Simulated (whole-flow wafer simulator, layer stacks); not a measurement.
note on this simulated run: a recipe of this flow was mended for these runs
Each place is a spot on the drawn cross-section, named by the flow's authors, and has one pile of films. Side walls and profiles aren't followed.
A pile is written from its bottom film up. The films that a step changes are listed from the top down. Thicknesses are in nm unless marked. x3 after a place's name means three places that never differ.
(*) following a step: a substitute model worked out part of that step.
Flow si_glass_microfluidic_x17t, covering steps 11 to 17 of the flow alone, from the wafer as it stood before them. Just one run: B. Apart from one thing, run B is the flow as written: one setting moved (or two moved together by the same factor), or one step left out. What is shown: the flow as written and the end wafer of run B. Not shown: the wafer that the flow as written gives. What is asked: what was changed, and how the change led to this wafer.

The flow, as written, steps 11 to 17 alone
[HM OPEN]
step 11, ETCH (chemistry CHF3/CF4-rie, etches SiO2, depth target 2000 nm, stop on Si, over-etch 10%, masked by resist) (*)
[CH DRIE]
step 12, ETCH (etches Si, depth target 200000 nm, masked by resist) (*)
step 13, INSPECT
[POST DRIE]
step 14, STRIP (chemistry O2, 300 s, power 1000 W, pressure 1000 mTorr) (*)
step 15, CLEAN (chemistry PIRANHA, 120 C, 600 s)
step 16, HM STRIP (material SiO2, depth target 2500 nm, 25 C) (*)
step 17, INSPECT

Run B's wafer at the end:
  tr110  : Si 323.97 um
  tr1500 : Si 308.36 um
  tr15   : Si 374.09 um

Cause: step 11, ETCH: over-etch 14.5% was run, though the flow has over-etch 10%.

How this came from the change, step by step:
  step 11, ETCH (chemistry CHF3/CF4-rie, etches SiO2, depth target 2000 nm, stop on Si, over-etch 10%, masked by resist) (*)
      tr110, tr1500, tr15: SiO2 loses 2000 (all of it), Si loses 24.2 (it would be, as written: SiO2 loses 2000 (all of it), Si loses 16.7)
      land: thick-i-line-resist loses 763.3 (it would be, as written: thick-i-line-resist loses 733.3)
  step 12, ETCH (etches Si, depth target 200000 nm, masked by resist) (*)
      tr15: Si loses 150 um (it would be, as written: Si loses 149.99 um)
